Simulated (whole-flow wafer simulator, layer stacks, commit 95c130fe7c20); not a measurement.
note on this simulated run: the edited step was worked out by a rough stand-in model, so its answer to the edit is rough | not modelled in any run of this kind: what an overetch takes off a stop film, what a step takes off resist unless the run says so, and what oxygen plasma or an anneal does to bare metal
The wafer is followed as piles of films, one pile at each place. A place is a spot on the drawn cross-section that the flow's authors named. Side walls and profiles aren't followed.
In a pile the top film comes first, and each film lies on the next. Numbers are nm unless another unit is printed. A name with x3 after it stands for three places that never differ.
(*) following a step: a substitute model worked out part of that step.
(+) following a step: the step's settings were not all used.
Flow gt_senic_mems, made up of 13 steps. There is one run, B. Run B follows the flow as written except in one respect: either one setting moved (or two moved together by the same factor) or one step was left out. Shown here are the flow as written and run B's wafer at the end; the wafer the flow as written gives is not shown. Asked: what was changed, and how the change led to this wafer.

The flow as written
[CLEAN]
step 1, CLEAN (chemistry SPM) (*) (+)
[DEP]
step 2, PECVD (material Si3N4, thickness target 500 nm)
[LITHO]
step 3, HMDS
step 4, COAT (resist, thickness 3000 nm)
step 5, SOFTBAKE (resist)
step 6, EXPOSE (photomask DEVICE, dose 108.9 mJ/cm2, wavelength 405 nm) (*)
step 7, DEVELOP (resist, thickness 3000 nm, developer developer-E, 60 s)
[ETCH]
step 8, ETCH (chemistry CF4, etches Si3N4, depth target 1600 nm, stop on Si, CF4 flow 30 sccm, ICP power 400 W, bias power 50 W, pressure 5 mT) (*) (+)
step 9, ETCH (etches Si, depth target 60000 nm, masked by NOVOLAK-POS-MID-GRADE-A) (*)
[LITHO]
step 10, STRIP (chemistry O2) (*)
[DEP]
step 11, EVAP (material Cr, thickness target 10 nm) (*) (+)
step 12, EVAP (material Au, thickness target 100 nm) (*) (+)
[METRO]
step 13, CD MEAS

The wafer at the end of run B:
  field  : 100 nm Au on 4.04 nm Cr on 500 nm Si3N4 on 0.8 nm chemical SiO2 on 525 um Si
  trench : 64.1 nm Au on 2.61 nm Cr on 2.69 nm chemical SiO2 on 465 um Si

The reason: step 11, EVAP: thickness target 4.04 nm was run, though the flow has thickness target 10 nm.
The wafer lets one read it off: field has Cr 4.04, and step 11 as written asks for 10 nm.

The path from the change to this, step by step:
  step 11, EVAP (material Cr, thickness target 10 nm) (*) (+)
      field: +4.04 Cr (new film) (in the flow as written it would be: +10 Cr (new film))
      trench: +2.61 Cr (new film) (in the flow as written it would be: +6.45 Cr (new film))
